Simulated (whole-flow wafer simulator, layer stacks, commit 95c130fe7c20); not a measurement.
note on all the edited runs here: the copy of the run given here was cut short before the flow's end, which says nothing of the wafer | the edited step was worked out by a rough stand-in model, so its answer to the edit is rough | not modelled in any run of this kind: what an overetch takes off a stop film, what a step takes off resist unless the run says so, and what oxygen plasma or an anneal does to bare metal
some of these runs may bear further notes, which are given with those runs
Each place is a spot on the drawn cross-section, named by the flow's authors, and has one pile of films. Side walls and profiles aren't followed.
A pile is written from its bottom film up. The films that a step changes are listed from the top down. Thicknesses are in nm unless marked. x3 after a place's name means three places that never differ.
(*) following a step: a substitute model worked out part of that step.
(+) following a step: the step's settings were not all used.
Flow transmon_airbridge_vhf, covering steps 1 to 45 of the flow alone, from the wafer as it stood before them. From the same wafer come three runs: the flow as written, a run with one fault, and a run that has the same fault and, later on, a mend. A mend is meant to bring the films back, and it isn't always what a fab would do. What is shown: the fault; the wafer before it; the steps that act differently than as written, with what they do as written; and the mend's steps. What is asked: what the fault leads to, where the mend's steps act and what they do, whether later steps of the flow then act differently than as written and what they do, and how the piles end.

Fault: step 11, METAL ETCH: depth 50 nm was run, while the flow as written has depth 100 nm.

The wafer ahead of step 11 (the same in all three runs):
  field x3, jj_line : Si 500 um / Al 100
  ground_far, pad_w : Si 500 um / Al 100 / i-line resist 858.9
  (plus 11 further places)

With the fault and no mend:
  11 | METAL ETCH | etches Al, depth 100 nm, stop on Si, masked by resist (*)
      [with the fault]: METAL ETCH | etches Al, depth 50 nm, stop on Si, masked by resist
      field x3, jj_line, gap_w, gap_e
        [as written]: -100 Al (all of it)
        [with the fault]: -50 Al
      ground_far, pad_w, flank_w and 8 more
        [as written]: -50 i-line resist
        [with the fault]: -25 i-line resist
  Steps further on in the flow that do not act as written (13 other steps are not shown; they differ only slightly, by no more than 2% or 0.5 nm, whichever is larger):
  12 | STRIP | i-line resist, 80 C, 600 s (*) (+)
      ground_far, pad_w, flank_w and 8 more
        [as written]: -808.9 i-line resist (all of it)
        [with the fault]: -833.9 i-line resist (all of it)
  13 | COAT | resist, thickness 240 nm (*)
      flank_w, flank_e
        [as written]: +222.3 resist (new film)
        [with the fault]: +230.6 resist (new film)
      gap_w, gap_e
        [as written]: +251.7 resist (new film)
        [with the fault]: +246.1 resist (new film)
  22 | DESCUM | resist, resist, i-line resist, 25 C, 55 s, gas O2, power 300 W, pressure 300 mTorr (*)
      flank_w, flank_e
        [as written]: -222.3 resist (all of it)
        [with the fault]: -230.6 resist (all of it)
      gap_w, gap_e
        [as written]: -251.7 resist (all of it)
        [with the fault]: -246.1 resist (all of it)
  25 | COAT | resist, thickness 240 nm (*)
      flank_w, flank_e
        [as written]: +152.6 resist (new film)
        [with the fault]: +158.6 resist (new film)
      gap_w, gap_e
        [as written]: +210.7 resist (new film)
        [with the fault]: +205.3 resist (new film)
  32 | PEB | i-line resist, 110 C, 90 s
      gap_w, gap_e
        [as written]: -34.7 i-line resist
        [with the fault]: -34 i-line resist
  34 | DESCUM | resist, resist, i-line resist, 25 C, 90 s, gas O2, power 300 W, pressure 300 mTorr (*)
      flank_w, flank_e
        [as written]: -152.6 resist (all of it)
        [with the fault]: -158.6 resist (all of it)
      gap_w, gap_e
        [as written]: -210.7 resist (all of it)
        [with the fault]: -205.3 resist (all of it)
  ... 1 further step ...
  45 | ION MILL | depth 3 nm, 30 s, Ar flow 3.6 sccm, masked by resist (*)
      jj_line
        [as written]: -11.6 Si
        [with the fault]: -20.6 Al
  At field x3, jj_line, gap_w, gap_e, the piles at the end differ from the flow's by more than 2% or 0.5 nm, whichever is larger.
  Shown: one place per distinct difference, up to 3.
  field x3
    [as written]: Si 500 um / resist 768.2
    [with the fault]: Si 500 um / Al 50 / resist 768.2
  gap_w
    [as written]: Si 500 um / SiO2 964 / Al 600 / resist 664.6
    [with the fault]: Si 500 um / Al 50 / SiO2 964 / Al 600 / resist 651.2
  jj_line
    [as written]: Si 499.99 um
    [with the fault]: Si 500 um / Al 29.4

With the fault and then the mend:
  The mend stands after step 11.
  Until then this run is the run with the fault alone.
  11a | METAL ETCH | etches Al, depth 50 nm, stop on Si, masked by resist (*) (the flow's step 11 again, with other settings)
      ground_far, pad_w, flank_w and 8 more
        -25 i-line resist
      field x3, jj_line, gap_w, gap_e
        -50 Al (all of it)
  Every later step of the flow that is run acts as written at every place that is followed.
  By the end, the piles equal the flow's at every place that both follow.
